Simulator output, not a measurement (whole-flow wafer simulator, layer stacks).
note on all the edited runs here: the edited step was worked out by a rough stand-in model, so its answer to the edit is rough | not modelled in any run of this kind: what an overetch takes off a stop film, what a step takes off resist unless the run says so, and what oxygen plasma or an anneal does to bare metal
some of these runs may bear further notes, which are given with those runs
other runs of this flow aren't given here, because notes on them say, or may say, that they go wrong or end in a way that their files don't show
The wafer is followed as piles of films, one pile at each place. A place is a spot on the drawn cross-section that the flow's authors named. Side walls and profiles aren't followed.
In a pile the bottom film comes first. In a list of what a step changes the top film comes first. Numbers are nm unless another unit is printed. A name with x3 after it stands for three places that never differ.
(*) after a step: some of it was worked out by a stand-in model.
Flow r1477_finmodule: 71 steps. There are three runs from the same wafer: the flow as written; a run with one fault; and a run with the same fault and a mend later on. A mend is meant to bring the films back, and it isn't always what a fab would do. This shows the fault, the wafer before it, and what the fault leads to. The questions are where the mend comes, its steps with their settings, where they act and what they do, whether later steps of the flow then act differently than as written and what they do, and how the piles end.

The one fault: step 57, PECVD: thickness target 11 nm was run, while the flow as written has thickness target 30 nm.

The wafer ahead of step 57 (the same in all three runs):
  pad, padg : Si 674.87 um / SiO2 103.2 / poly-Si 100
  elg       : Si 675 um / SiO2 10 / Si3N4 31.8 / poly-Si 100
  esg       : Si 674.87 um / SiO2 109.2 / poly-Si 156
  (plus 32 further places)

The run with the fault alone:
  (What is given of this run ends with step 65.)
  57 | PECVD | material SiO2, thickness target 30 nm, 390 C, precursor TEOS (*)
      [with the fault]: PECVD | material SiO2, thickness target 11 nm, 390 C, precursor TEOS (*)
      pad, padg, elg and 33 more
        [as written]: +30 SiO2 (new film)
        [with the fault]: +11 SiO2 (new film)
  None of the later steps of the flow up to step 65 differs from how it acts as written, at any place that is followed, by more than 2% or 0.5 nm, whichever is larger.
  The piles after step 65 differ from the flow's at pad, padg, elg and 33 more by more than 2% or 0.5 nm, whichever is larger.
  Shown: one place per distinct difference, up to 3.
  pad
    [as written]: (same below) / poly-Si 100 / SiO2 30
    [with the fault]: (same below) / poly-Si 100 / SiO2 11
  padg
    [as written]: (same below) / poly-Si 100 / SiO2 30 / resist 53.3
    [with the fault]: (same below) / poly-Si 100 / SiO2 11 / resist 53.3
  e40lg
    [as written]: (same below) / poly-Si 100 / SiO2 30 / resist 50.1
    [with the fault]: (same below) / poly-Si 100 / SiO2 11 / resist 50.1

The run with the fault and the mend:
  The mend follows step 64.
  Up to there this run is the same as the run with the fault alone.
  64a | STRIP | resist, chemistry O2, 60 C
      padg, elg, esg
        -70 resist (all of it)
      e40lg, e100lg, e200lg
        -66.9 resist (all of it)
      s40sg, s45sg
        -91 resist (all of it)
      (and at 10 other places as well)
  64b | PECVD | material SiO2, thickness target 19 nm, 390 C, precursor TEOS (*) (a further turn of the flow's step 57, with different settings)
      pad, padg, elg and 33 more
        +19 SiO2
  64c | DEHYDRATE | 150 C, 120 s (a further turn of the flow's step 59)
      does not change any film at any place that is followed
  64d | COAT | resist, thickness 70 nm (*) (a further turn of the flow's step 60)
      e40lg, e100lg, e200lg, elo, e40lo, e100lo, e200lo
        +66.9 resist (new film)
      pad, padg, elg, esg
        +70 resist (new film)
      s40sg, s45sg, s40so, s45so
        +91 resist (new film)
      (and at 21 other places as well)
  64e | SOFTBAKE | 180 C, 180 s (*) (a further turn of the flow's step 61)
      does not change any film at any place that is followed
  64f | EXPOSE | resist, photomask GATE (a further turn of the flow's step 62)
      does not change any film at any place that is followed
  64g | DEVELOP (*) (a further turn of the flow's step 63)
      elo, e40lo, e100lo, e200lo
        -66.9 resist (all of it)
      eso, e40so
        -129.5 resist (all of it)
      s40so, s45so
        -91 resist (all of it)
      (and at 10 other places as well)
  None of the later steps of the flow acts differently than as written at any place that is followed.
  By the end, the piles equal the flow's at every place that both follow.
